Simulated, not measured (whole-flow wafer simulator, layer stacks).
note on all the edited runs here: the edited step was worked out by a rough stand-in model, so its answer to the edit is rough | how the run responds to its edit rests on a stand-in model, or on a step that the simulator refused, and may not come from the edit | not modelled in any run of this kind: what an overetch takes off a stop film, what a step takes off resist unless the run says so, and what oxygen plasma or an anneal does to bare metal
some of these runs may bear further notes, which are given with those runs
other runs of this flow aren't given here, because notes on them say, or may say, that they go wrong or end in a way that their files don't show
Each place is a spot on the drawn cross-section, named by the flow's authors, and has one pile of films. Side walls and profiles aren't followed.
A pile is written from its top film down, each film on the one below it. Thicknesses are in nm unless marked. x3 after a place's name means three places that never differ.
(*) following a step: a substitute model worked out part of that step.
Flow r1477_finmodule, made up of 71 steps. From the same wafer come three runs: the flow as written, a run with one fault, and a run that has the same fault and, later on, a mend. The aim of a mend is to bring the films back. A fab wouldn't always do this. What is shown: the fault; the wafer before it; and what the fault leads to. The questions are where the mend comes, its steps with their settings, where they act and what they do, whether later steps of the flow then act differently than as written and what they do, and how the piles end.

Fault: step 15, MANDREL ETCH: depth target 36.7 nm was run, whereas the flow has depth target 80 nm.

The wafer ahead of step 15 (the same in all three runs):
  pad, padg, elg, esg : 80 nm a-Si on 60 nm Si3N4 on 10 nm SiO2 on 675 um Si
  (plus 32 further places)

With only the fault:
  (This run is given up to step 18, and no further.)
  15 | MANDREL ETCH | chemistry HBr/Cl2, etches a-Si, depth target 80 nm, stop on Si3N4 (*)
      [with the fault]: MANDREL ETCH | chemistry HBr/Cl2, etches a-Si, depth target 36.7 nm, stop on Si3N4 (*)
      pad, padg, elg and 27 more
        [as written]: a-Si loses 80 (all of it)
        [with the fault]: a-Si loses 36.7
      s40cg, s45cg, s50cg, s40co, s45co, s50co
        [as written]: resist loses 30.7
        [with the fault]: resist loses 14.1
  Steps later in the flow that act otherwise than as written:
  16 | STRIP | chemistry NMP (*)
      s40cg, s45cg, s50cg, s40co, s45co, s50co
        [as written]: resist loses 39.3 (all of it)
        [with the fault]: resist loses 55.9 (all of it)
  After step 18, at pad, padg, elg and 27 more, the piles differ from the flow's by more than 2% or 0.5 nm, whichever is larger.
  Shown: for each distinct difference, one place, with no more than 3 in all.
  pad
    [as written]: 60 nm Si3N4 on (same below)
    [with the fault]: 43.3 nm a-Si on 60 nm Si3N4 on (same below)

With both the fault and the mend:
  The mend follows step 15.
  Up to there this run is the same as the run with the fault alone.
  15a | MANDREL ETCH | chemistry HBr/Cl2, etches a-Si, depth target 43.3 nm, stop on Si3N4 (*) (a further turn of the flow's step 15, with different settings)
      pad, padg, elg and 27 more
        a-Si loses 43.3 (all of it)
      s40cg, s45cg, s50cg, s40co, s45co, s50co
        resist loses 16.6
  None of the later steps of the flow acts differently than as written at any place that is followed.
  By the end, the piles equal the flow's at every place that both follow.
